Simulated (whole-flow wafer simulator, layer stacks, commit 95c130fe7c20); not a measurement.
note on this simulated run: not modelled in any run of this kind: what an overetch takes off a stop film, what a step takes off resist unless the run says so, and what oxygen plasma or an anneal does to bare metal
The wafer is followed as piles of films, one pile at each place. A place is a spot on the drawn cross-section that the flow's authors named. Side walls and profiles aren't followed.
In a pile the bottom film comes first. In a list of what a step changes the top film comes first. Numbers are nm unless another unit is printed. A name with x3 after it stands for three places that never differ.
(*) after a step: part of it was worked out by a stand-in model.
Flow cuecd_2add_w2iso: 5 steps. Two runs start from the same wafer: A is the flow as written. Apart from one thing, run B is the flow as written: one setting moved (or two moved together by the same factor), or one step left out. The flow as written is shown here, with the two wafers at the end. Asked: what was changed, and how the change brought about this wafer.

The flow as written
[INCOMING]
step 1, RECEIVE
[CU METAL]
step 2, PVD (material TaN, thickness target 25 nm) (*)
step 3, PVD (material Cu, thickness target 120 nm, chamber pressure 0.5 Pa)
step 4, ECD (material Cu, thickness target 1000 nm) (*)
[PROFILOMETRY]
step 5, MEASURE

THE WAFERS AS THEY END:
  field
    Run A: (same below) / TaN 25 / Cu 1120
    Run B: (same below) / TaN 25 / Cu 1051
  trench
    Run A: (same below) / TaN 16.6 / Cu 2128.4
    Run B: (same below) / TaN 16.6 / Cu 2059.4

What caused this: step 3, PVD: thickness target 51 nm was run, though the flow has thickness target 120 nm.

Step by step, how the change led to this:
  step 3, PVD (material Cu, thickness target 120 nm, chamber pressure 0.5 Pa)
      field: A +120 Cu (new film) | B +51 Cu (new film)
      trench: A +80.8 Cu (new film) | B +34.5 Cu (new film)
